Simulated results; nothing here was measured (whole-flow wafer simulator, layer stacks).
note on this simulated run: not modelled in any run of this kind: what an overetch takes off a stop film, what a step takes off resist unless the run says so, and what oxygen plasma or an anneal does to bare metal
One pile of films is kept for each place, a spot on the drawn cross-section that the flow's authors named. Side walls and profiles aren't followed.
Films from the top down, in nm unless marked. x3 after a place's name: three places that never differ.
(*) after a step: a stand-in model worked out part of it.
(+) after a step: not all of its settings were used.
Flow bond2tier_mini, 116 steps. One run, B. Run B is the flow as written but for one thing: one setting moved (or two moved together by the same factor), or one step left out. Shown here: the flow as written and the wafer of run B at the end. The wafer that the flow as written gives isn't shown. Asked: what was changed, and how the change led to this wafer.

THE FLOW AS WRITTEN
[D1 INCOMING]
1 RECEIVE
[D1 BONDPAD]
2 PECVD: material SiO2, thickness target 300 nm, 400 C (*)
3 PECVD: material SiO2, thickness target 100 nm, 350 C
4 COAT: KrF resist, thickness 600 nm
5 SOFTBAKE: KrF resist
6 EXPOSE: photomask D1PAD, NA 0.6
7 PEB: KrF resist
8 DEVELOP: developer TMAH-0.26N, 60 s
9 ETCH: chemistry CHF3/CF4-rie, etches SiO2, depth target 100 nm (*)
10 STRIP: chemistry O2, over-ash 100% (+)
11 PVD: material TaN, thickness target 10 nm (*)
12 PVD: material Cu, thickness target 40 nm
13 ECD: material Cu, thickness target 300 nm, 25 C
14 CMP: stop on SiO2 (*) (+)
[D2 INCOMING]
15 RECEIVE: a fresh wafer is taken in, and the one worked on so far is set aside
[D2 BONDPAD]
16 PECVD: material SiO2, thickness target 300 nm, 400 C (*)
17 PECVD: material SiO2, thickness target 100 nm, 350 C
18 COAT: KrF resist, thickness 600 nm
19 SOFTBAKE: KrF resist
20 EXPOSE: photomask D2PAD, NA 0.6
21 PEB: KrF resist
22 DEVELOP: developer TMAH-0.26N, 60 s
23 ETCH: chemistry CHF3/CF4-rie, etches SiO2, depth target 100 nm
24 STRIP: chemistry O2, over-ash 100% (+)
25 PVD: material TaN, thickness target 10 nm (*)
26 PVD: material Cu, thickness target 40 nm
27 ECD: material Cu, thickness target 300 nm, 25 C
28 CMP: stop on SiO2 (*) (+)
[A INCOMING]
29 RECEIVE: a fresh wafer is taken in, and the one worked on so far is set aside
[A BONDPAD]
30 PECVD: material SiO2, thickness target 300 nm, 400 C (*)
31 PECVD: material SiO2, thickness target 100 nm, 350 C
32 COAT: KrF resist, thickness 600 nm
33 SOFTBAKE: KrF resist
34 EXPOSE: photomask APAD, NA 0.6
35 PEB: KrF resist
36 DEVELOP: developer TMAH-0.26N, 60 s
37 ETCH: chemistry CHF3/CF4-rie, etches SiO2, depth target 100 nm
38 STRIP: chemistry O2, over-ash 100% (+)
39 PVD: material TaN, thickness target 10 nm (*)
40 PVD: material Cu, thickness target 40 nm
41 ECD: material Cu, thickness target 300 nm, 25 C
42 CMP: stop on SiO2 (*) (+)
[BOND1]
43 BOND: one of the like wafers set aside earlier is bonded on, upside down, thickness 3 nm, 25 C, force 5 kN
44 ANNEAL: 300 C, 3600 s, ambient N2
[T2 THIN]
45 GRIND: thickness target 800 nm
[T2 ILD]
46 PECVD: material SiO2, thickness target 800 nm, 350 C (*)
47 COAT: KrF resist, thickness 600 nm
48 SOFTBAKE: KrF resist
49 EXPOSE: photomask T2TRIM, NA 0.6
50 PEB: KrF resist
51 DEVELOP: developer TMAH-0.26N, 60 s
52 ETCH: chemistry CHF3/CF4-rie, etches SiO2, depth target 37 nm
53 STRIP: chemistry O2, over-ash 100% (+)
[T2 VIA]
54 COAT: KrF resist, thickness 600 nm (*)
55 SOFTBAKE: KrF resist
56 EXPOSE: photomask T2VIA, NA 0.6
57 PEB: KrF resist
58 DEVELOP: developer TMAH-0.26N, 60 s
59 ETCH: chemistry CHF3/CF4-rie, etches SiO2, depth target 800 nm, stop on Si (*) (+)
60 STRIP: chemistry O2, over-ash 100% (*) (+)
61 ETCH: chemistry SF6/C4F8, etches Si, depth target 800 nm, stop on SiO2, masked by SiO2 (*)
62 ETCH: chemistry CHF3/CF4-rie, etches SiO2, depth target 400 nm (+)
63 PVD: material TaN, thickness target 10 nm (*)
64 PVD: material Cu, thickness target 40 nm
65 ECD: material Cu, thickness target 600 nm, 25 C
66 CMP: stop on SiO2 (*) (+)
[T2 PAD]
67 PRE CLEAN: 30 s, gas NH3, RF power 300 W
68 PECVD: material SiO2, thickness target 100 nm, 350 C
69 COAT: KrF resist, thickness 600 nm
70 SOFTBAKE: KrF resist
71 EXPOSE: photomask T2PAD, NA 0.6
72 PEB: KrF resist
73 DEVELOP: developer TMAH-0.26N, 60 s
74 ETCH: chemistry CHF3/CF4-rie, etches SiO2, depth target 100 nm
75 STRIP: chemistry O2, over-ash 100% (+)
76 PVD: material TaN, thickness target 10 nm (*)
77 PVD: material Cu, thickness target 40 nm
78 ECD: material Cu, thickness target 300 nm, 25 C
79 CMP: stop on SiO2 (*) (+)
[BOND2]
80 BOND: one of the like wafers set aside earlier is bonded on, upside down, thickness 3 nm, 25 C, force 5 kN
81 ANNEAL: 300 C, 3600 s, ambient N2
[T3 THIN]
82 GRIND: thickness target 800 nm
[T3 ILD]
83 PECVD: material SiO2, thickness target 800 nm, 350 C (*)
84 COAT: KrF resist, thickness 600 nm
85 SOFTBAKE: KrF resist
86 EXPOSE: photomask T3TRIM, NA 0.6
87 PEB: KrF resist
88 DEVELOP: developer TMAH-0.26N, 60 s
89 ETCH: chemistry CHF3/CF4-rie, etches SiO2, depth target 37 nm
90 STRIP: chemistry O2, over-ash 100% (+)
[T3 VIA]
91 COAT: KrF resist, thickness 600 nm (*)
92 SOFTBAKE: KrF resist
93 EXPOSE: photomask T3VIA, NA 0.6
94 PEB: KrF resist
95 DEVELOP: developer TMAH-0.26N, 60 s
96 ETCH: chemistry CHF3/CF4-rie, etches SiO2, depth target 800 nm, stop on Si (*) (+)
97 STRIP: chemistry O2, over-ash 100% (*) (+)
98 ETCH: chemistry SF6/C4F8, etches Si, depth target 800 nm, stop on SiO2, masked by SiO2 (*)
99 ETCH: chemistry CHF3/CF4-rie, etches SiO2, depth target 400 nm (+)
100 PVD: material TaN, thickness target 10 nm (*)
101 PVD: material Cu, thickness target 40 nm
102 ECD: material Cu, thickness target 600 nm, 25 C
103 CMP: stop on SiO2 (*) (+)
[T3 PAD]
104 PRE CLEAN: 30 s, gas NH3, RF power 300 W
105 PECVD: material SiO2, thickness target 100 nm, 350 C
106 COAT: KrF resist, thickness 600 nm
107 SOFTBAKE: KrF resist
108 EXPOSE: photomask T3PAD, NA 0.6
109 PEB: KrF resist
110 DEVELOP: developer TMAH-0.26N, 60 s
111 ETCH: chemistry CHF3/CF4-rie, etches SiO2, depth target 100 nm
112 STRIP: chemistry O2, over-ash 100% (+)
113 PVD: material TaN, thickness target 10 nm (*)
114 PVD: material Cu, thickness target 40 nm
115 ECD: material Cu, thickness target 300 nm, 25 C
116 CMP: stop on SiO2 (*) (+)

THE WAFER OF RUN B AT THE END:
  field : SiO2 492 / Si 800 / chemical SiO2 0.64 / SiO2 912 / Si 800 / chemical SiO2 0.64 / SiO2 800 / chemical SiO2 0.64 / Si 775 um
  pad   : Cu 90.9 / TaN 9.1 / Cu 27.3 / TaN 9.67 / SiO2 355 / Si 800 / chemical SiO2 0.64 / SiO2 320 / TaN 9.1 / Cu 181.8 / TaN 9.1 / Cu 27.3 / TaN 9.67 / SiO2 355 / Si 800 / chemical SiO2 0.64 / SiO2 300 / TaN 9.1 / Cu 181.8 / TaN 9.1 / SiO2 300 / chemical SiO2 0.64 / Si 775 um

The cause: step 17, PECVD: thickness target 120 nm was run, where the flow has thickness target 100 nm.

How the change led to this, step by step:
  17 PECVD: material SiO2, thickness target 100 nm, 350 C
      field, pad, via: SiO2 +120 (as written it would be: SiO2 +100)
  80 BOND: one of the like wafers set aside earlier is bonded on, upside down, thickness 3 nm, 25 C, force 5 kN
      field: Si +775 um (new film), chemical SiO2 +0.64 (new film), SiO2 +420 (as written it would be: Si +775 um (new film), chemical SiO2 +0.64 (new film), SiO2 +400)
      pad: Si +775 um (new film), chemical SiO2 +0.64 (new film), SiO2 +320 (new film), TaN +9.1 (new film), Cu +90.9 (as written it would be: Si +775 um (new film), chemical SiO2 +0.64 (new film), SiO2 +300 (new film), TaN +9.1 (new film), Cu +90.9)
